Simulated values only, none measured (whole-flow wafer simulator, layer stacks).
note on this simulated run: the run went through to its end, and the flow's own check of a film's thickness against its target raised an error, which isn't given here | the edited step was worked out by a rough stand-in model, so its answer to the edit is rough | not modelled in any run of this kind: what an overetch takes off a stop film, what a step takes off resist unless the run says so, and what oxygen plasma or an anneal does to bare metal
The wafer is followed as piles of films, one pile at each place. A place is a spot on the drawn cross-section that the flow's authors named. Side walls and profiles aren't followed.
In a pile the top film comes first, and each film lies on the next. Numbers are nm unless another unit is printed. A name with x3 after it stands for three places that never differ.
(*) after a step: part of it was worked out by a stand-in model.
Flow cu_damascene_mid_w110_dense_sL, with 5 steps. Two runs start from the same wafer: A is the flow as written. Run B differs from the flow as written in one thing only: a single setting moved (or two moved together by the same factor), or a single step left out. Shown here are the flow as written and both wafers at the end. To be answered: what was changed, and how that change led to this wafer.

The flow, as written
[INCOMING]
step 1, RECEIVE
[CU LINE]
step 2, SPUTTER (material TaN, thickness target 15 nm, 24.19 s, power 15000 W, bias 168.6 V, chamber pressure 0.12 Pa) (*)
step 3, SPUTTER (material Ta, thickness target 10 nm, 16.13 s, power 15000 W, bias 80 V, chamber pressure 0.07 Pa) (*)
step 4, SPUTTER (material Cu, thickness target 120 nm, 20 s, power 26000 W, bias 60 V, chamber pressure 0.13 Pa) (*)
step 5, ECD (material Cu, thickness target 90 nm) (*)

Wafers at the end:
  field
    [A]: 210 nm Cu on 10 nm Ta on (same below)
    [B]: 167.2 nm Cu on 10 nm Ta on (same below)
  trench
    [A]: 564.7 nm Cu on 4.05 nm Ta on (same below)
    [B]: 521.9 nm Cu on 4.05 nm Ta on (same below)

Cause: step 5, ECD: thickness target 47.2 nm was run, whereas the flow has thickness target 90 nm.

Step by step, how the change led to this:
  step 5, ECD (material Cu, thickness target 90 nm) (*)
      field: A Cu gains 90 | B Cu gains 47.2
      trench: A Cu gains 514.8 | B Cu gains 472
